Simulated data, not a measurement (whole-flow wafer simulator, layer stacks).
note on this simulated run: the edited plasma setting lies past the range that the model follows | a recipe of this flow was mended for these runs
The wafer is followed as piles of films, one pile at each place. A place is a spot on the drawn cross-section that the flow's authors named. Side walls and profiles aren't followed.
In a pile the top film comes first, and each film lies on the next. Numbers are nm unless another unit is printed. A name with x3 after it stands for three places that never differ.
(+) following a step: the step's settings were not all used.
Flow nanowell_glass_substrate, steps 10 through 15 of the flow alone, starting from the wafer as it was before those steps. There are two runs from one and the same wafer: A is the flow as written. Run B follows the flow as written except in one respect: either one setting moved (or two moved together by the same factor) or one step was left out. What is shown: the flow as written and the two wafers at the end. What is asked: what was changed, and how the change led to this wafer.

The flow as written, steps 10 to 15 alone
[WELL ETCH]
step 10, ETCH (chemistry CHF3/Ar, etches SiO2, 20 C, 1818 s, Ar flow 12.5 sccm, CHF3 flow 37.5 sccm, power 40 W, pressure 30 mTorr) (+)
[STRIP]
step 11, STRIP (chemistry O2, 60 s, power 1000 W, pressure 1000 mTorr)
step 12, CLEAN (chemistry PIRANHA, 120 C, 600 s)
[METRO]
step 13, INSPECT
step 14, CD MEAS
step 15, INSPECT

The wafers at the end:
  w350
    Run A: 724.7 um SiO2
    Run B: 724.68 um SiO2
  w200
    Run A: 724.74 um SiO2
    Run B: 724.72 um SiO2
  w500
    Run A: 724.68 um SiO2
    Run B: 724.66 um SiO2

The reason: step 10, ETCH: pressure 40.8 mTorr was run, while the flow as written has pressure 30 mTorr.

How this came from the change, step by step:
  step 10, ETCH (chemistry CHF3/Ar, etches SiO2, 20 C, 1818 s, Ar flow 12.5 sccm, CHF3 flow 37.5 sccm, power 40 W, pressure 30 mTorr) (+)
      land: A -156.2 UV-NIL-ACRYLATE | B -149.7 UV-NIL-ACRYLATE
      w350: A -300 SiO2 | B -319.9 SiO2
      (and at 3 other places as well)
  step 11, STRIP (chemistry O2, 60 s, power 1000 W, pressure 1000 mTorr)
      land: A -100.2 UV-NIL-ACRYLATE (all of it) | B -106.6 UV-NIL-ACRYLATE (all of it)
